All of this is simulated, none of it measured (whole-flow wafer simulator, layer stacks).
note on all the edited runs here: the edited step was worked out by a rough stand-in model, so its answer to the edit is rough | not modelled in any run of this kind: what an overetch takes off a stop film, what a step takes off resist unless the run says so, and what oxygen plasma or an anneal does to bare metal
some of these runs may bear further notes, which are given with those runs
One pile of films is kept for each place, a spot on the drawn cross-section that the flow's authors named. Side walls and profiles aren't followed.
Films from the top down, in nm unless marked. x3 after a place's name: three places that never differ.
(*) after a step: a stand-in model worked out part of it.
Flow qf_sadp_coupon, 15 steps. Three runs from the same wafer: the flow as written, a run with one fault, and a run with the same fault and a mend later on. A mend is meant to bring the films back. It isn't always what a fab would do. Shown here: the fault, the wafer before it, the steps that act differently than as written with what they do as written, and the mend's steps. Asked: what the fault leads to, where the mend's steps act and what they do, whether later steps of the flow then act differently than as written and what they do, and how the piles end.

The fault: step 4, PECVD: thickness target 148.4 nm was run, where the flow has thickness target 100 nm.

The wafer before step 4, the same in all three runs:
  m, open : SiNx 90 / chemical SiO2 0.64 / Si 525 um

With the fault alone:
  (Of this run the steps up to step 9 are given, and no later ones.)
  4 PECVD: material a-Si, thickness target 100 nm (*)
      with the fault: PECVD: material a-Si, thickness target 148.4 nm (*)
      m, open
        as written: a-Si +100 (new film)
        with the fault: a-Si +148.4 (new film)
  No later step of the flow up to step 9 acts differently than as written at any place that is followed.
  After step 9 the piles differ from the flow's by more than 2% or 0.5 nm, whichever is larger, at m, open.
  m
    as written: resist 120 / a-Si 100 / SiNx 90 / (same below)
    with the fault: resist 120 / a-Si 148.4 / SiNx 90 / (same below)
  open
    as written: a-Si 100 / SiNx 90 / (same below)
    with the fault: a-Si 148.4 / SiNx 90 / (same below)

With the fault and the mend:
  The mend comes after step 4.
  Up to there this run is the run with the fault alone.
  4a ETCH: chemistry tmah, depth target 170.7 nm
      m, open
        a-Si -148.4 (all of it)
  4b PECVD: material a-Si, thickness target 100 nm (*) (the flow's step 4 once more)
      m, open
        a-Si +100 (new film)
  No later step of the flow acts differently than as written at any place that is followed.
  At the end the piles are the same as the flow's at every place that both follow.
